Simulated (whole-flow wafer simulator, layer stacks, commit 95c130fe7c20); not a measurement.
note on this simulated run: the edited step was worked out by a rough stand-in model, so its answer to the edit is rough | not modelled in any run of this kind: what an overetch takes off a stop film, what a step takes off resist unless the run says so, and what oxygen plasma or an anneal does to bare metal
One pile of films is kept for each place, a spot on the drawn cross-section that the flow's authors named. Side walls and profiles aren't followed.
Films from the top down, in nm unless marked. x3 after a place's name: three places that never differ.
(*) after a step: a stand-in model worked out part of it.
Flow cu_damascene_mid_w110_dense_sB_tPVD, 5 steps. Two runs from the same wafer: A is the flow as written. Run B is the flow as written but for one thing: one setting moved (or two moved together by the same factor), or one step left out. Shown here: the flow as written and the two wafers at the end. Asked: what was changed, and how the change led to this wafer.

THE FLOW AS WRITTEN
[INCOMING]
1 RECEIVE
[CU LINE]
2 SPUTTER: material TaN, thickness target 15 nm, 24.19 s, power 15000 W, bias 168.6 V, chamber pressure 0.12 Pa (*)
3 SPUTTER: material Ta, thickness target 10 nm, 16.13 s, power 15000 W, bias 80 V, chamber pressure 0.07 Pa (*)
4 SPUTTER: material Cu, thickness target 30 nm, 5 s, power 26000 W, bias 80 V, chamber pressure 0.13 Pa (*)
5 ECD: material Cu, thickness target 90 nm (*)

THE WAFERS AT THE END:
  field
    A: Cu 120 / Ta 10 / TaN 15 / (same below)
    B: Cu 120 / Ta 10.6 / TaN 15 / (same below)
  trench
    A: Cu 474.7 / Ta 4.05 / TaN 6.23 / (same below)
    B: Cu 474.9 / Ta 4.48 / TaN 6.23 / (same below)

The cause: step 3, SPUTTER: bias 60.8 V was run, where the flow has bias 80 V.

How the change led to this, step by step:
  3 SPUTTER: material Ta, thickness target 10 nm, 16.13 s, power 15000 W, bias 80 V, chamber pressure 0.07 Pa (*)
      field: A Ta +10 (new film) | B Ta +10.6 (new film)
